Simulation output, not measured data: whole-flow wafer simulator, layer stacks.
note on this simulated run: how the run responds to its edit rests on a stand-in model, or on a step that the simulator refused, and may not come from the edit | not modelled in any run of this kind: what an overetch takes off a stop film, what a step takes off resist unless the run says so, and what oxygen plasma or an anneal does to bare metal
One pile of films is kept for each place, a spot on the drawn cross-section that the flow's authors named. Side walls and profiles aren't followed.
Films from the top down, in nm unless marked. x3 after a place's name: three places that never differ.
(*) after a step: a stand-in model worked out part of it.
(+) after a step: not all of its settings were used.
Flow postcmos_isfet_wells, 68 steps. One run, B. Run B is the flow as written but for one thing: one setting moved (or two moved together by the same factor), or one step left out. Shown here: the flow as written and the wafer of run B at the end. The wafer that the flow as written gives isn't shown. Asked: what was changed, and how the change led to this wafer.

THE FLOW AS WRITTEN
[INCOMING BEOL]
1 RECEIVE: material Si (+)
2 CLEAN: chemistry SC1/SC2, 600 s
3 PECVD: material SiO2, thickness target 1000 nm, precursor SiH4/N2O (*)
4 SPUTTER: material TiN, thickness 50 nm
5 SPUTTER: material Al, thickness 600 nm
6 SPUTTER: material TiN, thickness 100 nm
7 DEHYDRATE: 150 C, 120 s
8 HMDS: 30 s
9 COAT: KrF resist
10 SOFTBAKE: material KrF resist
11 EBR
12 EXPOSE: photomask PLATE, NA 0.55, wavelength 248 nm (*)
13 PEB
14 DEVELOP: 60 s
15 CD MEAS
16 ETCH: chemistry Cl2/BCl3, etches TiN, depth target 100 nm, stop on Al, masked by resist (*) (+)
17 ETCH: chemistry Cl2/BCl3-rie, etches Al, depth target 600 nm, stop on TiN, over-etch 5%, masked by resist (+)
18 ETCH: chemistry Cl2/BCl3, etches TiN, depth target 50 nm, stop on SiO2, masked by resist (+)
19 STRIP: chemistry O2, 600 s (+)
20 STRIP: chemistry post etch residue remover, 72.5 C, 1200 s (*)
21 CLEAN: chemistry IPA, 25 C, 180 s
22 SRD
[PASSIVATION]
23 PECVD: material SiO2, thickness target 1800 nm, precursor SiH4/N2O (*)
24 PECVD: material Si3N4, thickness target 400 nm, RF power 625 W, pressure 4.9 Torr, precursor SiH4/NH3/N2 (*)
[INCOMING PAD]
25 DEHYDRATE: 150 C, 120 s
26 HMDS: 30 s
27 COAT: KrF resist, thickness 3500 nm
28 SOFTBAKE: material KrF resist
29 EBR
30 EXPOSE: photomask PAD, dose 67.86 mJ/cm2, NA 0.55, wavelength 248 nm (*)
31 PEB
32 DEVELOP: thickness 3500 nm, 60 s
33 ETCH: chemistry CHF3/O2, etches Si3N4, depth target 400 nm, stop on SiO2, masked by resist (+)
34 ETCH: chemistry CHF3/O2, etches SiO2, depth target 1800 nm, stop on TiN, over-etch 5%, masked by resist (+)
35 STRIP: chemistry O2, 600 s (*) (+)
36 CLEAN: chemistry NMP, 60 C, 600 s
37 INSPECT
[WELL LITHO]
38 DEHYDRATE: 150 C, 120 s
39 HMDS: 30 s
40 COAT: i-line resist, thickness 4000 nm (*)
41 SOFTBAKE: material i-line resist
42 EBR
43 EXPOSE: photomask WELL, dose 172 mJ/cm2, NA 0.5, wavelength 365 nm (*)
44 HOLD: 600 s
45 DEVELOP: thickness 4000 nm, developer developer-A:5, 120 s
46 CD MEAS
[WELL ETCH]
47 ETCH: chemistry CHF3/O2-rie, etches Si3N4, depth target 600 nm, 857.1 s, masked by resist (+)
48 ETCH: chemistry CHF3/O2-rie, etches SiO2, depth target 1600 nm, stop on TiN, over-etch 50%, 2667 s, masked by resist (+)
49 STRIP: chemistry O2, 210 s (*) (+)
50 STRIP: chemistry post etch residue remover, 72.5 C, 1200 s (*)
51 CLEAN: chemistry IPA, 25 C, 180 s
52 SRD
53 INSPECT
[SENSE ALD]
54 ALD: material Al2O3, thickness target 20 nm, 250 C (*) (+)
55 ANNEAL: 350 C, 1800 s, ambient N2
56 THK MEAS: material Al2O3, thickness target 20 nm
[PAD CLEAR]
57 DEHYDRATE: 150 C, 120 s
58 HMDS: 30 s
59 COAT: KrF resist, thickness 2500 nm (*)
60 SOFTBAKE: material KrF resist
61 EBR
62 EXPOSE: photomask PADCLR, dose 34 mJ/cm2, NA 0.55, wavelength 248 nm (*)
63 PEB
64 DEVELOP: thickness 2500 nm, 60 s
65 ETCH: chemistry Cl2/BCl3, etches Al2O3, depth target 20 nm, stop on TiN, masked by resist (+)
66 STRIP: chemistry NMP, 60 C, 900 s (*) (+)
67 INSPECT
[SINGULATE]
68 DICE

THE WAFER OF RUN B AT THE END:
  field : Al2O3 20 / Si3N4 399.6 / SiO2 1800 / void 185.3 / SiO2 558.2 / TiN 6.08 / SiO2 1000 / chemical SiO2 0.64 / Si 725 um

The cause: step 18, ETCH: depth target 43.5 nm was run, where the flow has depth target 50 nm.

How the change led to this, step by step:
  18 ETCH: chemistry Cl2/BCl3, etches TiN, depth target 50 nm, stop on SiO2, masked by resist (+)
      field: TiN -43.5 (as written it would be: TiN -50 (all of it))
      margin, well900, well1300 x3, pad_rim, pad_clr, pad_open: KrF resist -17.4 (as written it would be: KrF resist -20)
  23 PECVD: material SiO2, thickness target 1800 nm, precursor SiH4/N2O (*)
      field: SiO2 +1800 (new film), void +185.3 (new film), SiO2 +558.2 (new film) (as written it would be: SiO2 +1800 (new film), void +189.9 (new film), SiO2 +559.7)
Counting metal films that touch as one body, field has 1 body; the flow as written gives 0 bodies.
